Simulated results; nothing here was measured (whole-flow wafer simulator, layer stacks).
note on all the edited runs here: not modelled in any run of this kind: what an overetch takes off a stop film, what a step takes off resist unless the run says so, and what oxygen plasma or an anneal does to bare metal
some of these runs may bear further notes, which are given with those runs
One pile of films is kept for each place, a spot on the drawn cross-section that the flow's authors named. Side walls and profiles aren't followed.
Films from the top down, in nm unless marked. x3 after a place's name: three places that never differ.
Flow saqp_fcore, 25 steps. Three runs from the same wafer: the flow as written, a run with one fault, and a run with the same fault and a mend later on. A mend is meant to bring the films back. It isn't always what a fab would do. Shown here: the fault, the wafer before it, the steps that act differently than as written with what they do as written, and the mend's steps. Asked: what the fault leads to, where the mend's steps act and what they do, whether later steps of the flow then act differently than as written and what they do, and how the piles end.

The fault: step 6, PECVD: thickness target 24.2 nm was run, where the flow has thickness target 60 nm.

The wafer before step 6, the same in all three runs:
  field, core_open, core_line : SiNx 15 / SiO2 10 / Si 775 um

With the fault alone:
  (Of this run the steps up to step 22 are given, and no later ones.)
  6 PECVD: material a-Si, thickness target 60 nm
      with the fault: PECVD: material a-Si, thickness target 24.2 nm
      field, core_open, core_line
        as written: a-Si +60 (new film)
        with the fault: a-Si +24.2 (new film)
  No later step of the flow up to step 22 acts differently than as written at any place that is followed.
  After step 22 the piles differ from the flow's by more than 2% or 0.5 nm, whichever is larger, at field, core_open, core_line.
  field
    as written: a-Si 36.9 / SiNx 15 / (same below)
    with the fault: a-Si 1.07 / SiNx 15 / (same below)
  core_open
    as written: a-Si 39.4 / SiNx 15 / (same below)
    with the fault: a-Si 3.63 / SiNx 15 / (same below)
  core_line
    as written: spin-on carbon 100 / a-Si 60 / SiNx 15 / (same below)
    with the fault: spin-on carbon 100 / a-Si 24.2 / SiNx 15 / (same below)

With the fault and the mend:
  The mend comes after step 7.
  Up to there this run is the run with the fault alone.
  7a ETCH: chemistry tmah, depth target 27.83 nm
      field, core_open, core_line
        a-Si -24.2 (all of it)
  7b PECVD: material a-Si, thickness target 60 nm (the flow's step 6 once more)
      field, core_open, core_line
        a-Si +60 (new film)
  No later step of the flow acts differently than as written at any place that is followed.
  At the end the piles are the same as the flow's at every place that both follow.
